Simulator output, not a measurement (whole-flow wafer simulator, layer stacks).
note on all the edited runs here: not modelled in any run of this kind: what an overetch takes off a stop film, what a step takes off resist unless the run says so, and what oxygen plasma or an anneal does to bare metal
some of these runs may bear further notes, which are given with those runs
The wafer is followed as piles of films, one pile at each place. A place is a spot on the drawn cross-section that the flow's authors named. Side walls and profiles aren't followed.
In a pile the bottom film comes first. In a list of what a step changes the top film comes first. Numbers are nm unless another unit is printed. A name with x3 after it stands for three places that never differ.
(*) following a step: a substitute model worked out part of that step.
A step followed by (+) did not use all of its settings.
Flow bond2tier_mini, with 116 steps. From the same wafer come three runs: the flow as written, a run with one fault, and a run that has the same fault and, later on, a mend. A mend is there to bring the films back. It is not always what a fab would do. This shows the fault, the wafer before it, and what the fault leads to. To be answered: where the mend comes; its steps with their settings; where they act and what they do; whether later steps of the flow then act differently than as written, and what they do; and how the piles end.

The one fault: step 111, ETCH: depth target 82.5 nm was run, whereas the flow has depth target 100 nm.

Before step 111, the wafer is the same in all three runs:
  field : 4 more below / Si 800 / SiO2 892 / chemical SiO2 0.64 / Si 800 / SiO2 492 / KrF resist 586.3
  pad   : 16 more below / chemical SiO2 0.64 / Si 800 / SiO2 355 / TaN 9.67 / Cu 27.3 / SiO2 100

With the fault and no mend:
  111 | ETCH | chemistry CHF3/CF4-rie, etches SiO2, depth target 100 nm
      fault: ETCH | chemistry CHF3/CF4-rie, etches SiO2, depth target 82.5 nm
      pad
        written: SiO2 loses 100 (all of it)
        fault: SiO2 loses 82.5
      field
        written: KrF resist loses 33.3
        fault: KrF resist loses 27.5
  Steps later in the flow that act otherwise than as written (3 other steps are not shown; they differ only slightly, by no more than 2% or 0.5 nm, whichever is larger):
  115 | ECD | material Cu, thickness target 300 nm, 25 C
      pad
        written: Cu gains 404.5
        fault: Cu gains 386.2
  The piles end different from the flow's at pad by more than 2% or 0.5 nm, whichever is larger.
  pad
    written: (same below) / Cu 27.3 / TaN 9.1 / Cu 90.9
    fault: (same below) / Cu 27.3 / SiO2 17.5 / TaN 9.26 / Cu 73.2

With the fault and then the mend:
  The mend stands after step 112.
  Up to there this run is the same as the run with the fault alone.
  112a | COAT | KrF resist, thickness 600 nm (*) (a further turn of the flow's step 106)
      field
        KrF resist gains 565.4 (new film)
      pad
        KrF resist gains 636.2 (new film)
  112b | SOFTBAKE | KrF resist (a further turn of the flow's step 107)
      leaves every film unchanged at each place that is followed
  112c | EXPOSE | photomask T3PAD, NA 0.6 (a further turn of the flow's step 108)
      leaves every film unchanged at each place that is followed
  112d | PEB | KrF resist (a further turn of the flow's step 109)
      leaves every film unchanged at each place that is followed
  112e | DEVELOP | developer TMAH-0.26N, 60 s (a further turn of the flow's step 110)
      field
        KrF resist loses 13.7
      pad
        KrF resist loses 636.2 (all of it)
  112f | ETCH | chemistry CHF3/CF4-rie, etches SiO2, depth target 17.5 nm (a further turn of the flow's step 111, with different settings)
      field
        KrF resist loses 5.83
      pad
        SiO2 loses 17.5 (all of it)
  112g | STRIP | chemistry O2, over-ash 100% (+) (a further turn of the flow's step 112)
      field
        KrF resist loses 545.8 (all of it)
  Later steps of the flow that are run all act as written at every place that is followed.
  The piles end the same as the flow's at every place that both follow.
